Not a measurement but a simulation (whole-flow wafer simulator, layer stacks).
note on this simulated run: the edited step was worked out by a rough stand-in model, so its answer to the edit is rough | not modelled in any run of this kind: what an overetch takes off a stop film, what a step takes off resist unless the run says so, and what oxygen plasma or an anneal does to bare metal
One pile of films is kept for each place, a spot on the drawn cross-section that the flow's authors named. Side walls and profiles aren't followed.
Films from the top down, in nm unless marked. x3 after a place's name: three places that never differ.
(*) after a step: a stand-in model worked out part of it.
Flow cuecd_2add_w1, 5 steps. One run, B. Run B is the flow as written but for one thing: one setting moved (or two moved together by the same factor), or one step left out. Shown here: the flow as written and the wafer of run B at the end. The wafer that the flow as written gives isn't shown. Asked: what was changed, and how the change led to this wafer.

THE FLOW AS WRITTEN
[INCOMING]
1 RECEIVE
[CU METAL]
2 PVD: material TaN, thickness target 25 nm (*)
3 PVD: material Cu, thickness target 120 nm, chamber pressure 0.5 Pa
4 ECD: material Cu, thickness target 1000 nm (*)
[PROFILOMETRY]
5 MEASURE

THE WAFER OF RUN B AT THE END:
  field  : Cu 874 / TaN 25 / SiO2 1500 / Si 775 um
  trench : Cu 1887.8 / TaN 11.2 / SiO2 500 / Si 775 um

The cause: step 4, ECD: thickness target 754 nm was run, where the flow has thickness target 1000 nm.

How the change led to this, step by step:
  4 ECD: material Cu, thickness target 1000 nm (*)
      field: Cu +754 (as written it would be: Cu +1000)
      trench: Cu +1834.2 (as written it would be: Cu +2080.2)
